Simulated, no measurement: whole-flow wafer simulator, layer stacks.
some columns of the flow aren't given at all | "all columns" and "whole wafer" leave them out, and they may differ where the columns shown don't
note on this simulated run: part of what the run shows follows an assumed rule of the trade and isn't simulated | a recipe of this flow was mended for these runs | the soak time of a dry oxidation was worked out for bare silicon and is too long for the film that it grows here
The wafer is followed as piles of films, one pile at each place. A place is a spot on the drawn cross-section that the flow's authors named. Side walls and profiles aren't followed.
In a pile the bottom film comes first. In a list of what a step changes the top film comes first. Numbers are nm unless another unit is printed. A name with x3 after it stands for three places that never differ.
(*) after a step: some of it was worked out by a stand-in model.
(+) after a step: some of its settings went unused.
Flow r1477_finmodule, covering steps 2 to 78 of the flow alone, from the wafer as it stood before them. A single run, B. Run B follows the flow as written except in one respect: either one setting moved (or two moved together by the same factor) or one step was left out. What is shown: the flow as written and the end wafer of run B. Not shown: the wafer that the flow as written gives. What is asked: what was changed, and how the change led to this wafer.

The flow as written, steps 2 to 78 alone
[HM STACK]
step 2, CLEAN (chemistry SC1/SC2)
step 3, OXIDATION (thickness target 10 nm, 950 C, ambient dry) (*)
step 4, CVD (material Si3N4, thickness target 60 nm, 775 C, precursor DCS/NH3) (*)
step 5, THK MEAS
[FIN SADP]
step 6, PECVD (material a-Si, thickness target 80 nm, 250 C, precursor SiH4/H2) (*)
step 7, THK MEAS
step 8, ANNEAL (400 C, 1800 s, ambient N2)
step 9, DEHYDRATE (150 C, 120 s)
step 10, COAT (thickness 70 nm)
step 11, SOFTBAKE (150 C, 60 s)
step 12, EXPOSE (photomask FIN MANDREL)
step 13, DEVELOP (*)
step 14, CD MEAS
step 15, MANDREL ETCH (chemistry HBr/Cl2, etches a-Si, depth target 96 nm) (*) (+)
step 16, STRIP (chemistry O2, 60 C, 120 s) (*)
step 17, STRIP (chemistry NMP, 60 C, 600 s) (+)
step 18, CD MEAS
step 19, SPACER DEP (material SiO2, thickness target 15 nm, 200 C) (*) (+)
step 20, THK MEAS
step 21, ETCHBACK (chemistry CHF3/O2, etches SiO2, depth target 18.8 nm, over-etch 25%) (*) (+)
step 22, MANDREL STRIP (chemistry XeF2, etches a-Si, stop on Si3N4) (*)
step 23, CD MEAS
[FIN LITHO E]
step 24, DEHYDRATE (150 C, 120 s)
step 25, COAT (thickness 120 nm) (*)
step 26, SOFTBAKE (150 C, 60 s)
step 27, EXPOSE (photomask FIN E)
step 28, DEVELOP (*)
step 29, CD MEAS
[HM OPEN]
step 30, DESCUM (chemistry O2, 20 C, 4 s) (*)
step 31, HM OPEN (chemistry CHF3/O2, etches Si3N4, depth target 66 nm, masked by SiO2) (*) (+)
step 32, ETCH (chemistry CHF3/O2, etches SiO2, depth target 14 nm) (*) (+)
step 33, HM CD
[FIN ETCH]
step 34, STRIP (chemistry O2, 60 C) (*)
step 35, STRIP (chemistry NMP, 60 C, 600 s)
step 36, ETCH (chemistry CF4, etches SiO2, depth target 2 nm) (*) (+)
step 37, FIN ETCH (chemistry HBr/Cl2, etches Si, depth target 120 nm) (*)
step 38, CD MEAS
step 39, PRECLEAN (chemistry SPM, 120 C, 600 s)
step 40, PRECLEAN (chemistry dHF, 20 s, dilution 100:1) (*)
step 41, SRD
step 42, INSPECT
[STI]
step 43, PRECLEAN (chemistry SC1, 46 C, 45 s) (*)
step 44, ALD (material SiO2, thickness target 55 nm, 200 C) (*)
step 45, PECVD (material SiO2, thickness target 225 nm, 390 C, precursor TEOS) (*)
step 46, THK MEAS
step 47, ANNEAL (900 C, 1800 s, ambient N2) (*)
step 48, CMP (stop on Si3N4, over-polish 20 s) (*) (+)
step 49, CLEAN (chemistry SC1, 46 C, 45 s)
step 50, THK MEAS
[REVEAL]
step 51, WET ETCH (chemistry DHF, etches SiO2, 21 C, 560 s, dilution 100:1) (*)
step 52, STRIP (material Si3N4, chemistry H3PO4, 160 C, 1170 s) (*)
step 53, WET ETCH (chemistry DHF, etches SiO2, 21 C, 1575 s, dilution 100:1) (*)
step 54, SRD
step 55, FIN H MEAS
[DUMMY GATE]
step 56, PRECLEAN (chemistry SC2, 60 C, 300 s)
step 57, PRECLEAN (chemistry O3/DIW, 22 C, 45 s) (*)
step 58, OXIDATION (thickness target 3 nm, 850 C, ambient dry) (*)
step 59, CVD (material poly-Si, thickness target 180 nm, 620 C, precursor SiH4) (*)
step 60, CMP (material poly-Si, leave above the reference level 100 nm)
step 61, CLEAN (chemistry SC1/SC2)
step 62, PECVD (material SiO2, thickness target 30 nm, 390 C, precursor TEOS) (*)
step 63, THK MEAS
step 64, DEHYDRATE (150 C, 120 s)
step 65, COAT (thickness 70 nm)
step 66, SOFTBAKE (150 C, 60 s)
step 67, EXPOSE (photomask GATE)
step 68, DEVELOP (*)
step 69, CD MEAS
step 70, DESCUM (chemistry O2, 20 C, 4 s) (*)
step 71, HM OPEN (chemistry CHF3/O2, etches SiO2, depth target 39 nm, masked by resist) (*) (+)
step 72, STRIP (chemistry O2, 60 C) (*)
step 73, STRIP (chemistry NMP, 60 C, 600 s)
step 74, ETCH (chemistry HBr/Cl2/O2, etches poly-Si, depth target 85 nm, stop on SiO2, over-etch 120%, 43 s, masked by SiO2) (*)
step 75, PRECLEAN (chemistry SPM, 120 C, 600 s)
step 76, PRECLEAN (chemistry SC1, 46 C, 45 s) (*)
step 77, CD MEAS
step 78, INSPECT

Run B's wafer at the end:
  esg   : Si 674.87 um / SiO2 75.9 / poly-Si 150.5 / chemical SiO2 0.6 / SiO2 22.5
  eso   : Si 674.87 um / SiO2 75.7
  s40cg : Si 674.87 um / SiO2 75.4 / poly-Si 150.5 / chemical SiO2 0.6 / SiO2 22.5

The reason: step 4, CVD: thickness target 55.5 nm was run, whereas the flow has thickness target 60 nm.

Step by step, how the change led to this:
  step 4, CVD (material Si3N4, thickness target 60 nm, 775 C, precursor DCS/NH3) (*)
      pad, padg, elg and 33 more: +55.5 Si3N4 (new film) (it would be, as written: +60 Si3N4 (new film))
  step 31, HM OPEN (chemistry CHF3/O2, etches Si3N4, depth target 66 nm, masked by SiO2) (*) (+)
      pad, padg, esg and 13 more: -49.6 Si3N4 (all of it), -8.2 SiO2 (it would be, as written: -54.1 Si3N4 (all of it), -5.95 SiO2)
      s40cg, s45cg, s50cg, s40co, s45co, s50co: -55.5 Si3N4 (all of it), -5.25 SiO2 (it would be, as written: -60 Si3N4 (all of it), -3 SiO2)
  step 32, ETCH (chemistry CHF3/O2, etches SiO2, depth target 14 nm) (*) (+)
      pad, padg, esg and 13 more: -1.8 SiO2 (all of it), -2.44 Si (it would be, as written: -4.05 SiO2 (all of it), -1.99 Si)
      s40cg, s45cg, s50cg, s40co, s45co, s50co: -4.75 SiO2 (all of it), -1.85 Si (it would be, as written: -7 SiO2 (all of it), -1.4 Si)
  step 48, CMP (stop on Si3N4, over-polish 20 s) (*) (+)
      pad, padg: -83.5 SiO2 (it would be, as written: -79.4 SiO2)
  step 52, STRIP (material Si3N4, chemistry H3PO4, 160 C, 1170 s) (*)
      elg, e40lg, e100lg, e200lg, elo, e40lo, e100lo, e200lo: -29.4 Si3N4 (all of it), -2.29 SiO2 (it would be, as written: -33.9 Si3N4 (all of it), -2.15 SiO2)
      s40sg_line, s45sg_line, s50sg_line, s40so_line, s45so_line, s50so_line: -50.6 Si3N4 (all of it), -1.63 SiO2 (it would be, as written: -55.1 Si3N4 (all of it), -1.49 SiO2)
  step 59, CVD (material poly-Si, thickness target 180 nm, 620 C, precursor SiH4) (*)
      e200sg, e200so: +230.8 poly-Si (new film) (it would be, as written: +219.2 poly-Si (new film))
  step 60, CMP (material poly-Si, leave above the reference level 100 nm)
      pad, padg: -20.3 poly-Si (it would be, as written: -24.8 poly-Si)
      e200sg, e200so: -80 poly-Si (it would be, as written: -72.9 poly-Si)
  step 74, ETCH (chemistry HBr/Cl2/O2, etches poly-Si, depth target 85 nm, stop on SiO2, over-etch 120%, 43 s, masked by SiO2) (*)
      eso, e40so, e100so and 7 more: -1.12 chemical SiO2 (all of it), -148.4 poly-Si (all of it), -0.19 SiO2 (it would be, as written: -1.12 chemical SiO2 (all of it), -143.9 poly-Si (all of it), -0.22 SiO2)
      pad: -1.12 chemical SiO2 (all of it), -157.3 poly-Si (all of it), -0.15 SiO2 (it would be, as written: -1.12 chemical SiO2 (all of it), -152.8 poly-Si (all of it), -0.17 SiO2)
